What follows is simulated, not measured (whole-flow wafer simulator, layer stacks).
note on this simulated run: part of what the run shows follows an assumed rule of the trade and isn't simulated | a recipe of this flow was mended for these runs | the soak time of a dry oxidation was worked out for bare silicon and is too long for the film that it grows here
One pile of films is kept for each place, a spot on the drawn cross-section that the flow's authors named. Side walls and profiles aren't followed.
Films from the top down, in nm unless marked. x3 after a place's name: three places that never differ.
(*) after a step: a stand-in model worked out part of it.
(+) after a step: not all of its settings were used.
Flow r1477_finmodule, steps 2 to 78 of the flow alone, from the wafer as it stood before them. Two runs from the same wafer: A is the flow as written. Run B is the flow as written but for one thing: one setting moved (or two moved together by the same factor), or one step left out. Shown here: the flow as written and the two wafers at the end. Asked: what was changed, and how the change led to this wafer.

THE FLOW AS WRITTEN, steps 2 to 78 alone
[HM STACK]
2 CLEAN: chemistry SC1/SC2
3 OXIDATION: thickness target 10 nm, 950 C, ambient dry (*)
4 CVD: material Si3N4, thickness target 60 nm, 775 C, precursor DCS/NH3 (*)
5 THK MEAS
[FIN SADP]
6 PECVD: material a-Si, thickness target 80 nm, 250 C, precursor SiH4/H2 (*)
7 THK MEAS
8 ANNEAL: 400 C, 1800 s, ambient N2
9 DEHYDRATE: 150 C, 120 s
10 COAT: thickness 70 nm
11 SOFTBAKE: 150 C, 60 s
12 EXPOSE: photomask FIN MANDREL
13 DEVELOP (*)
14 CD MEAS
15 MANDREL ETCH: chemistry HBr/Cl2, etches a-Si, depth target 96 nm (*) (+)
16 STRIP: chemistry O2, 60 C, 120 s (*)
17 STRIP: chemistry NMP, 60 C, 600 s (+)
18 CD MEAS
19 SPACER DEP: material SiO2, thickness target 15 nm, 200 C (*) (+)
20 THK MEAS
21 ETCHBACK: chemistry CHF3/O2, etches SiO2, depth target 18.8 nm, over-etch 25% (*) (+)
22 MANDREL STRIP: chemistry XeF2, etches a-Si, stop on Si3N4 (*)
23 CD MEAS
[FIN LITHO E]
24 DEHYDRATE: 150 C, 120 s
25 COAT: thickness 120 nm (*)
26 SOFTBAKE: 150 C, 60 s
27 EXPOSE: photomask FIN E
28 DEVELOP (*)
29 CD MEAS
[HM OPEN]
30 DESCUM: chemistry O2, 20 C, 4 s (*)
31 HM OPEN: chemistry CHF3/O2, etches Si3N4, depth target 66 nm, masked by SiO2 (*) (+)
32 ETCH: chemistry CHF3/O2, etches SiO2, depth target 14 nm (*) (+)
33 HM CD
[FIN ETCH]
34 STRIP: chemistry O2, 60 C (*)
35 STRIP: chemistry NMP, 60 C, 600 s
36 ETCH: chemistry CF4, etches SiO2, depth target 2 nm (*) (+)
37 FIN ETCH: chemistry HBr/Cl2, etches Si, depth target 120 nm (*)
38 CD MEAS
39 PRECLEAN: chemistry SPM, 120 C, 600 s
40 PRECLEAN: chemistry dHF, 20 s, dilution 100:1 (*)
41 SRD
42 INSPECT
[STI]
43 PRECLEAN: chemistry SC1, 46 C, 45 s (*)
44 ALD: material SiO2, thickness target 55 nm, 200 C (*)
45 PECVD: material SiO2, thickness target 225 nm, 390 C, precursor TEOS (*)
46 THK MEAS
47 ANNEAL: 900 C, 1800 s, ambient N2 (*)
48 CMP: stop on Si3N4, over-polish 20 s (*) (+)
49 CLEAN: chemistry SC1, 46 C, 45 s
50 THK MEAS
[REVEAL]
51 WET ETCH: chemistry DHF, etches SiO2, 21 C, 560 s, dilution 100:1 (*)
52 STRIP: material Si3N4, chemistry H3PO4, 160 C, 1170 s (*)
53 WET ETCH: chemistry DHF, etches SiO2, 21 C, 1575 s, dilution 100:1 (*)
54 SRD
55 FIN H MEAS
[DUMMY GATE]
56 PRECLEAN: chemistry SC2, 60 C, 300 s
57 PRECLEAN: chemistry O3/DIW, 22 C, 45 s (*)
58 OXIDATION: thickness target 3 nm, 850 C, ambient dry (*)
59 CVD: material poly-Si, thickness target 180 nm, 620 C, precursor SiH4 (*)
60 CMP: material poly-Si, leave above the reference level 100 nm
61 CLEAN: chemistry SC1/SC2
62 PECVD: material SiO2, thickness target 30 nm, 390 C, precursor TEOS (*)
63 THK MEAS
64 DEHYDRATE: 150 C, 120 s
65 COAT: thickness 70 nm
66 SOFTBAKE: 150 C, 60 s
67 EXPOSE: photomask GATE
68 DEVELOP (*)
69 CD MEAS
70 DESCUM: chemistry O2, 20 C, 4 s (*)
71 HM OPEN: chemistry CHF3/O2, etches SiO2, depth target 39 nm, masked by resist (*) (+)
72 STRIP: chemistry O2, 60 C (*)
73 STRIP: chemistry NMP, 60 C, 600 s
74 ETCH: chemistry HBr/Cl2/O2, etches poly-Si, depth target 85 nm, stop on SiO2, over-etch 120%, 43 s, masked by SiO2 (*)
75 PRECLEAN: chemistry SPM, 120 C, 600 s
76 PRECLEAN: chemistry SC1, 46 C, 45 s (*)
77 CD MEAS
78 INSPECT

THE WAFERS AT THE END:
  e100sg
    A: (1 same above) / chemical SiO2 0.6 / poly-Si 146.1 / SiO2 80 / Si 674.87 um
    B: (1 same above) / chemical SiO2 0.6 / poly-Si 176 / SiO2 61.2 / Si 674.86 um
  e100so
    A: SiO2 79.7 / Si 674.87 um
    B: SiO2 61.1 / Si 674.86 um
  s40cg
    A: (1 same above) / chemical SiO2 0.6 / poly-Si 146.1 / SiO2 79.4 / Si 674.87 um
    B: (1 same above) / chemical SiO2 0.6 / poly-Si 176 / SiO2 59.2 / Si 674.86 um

The cause: step 4, CVD: thickness target 30 nm was run, where the flow has thickness target 60 nm.

How the change led to this, step by step:
  4 CVD: material Si3N4, thickness target 60 nm, 775 C, precursor DCS/NH3 (*)
      pad, padg, elg x4 and 30 more: A Si3N4 +60 (new film) | B Si3N4 +30 (new film)
  31 HM OPEN: chemistry CHF3/O2, etches Si3N4, depth target 66 nm, masked by SiO2 (*) (+)
      pad, padg, esg and 13 more: A Si3N4 -54.1 (all of it), SiO2 -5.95 | B Si3N4 -24.1 (all of it), SiO2 -10 (all of it), Si -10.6
      s40cg, s45cg, s50cg, s40co, s45co, s50co: A Si3N4 -60 (all of it), SiO2 -3 | B Si3N4 -30 (all of it), SiO2 -10 (all of it), Si -8.67
  32 ETCH: chemistry CHF3/O2, etches SiO2, depth target 14 nm (*) (+)
      e100sg, s40sg, e100so, s40so: A SiO2 -4.05 (all of it), Si -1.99 | B Si -2.55
      pad, padg: A SiO2 -4.05 (all of it), Si -1.99 | B Si -2.8
      (and at 16 more places)
  44 ALD: material SiO2, thickness target 55 nm, 200 C (*)
      s45cg, s50cg, s45co, s50co: A SiO2 +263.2 (new film) | B SiO2 +243 (new film)
      s45sg, s50sg, s45so, s50so: A SiO2 +263.8 (new film) | B SiO2 +244.9 (new film)
      (and at 12 more places)
  48 CMP: stop on Si3N4, over-polish 20 s (*) (+)
      pad, padg: A SiO2 -79.4 | B SiO2 -98
  52 STRIP: material Si3N4, chemistry H3PO4, 160 C, 1170 s (*)
      elg x4, elo x4: A Si3N4 -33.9 (all of it), SiO2 -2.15 | B Si3N4 -3.87 (all of it), SiO2 -3.09
      s40sg_line, s45sg_line, s50sg_line, s40so_line, s45so_line, s50so_line: A Si3N4 -55.1 (all of it), SiO2 -1.49 | B Si3N4 -25.1 (all of it), SiO2 -2.42
  53 WET ETCH: chemistry DHF, etches SiO2, 21 C, 1575 s, dilution 100:1 (*)
      elg x4, elo x4: A SiO2 -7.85 (all of it) | B SiO2 -6.91 (all of it)
      s40sg_line, s45sg_line, s50sg_line, s40so_line, s45so_line, s50so_line: A SiO2 -8.51 (all of it) | B SiO2 -7.58 (all of it)
  59 CVD: material poly-Si, thickness target 180 nm, 620 C, precursor SiH4 (*)
      esg, e40sg, e100sg and 15 more: A poly-Si +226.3 (new film) | B poly-Si +256.3 (new film)
      e200sg, e200so: A poly-Si +219.2 (new film) | B poly-Si +256.3 (new film)
  60 CMP: material poly-Si, leave above the reference level 100 nm
      pad, padg: A poly-Si -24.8 | B nothing
      e200sg, e200so: A poly-Si -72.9 | B poly-Si -80
  74 ETCH: chemistry HBr/Cl2/O2, etches poly-Si, depth target 85 nm, stop on SiO2, over-etch 120%, 43 s, masked by SiO2 (*)
      e100so, s40so, s45co: A chemical SiO2 -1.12 (all of it), poly-Si -143.9 (all of it), SiO2 -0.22 | B chemical SiO2 -1.12 (all of it), poly-Si -173.8 (all of it)
      eso, e40so, e200so, s40co, s45so, s50co, s50so: A chemical SiO2 -1.12 (all of it), poly-Si -143.9 (all of it), SiO2 -0.22 | B chemical SiO2 -1.12 (all of it), poly-Si -173.8 (all of it), SiO2 -0.07
      (and at 1 more place)
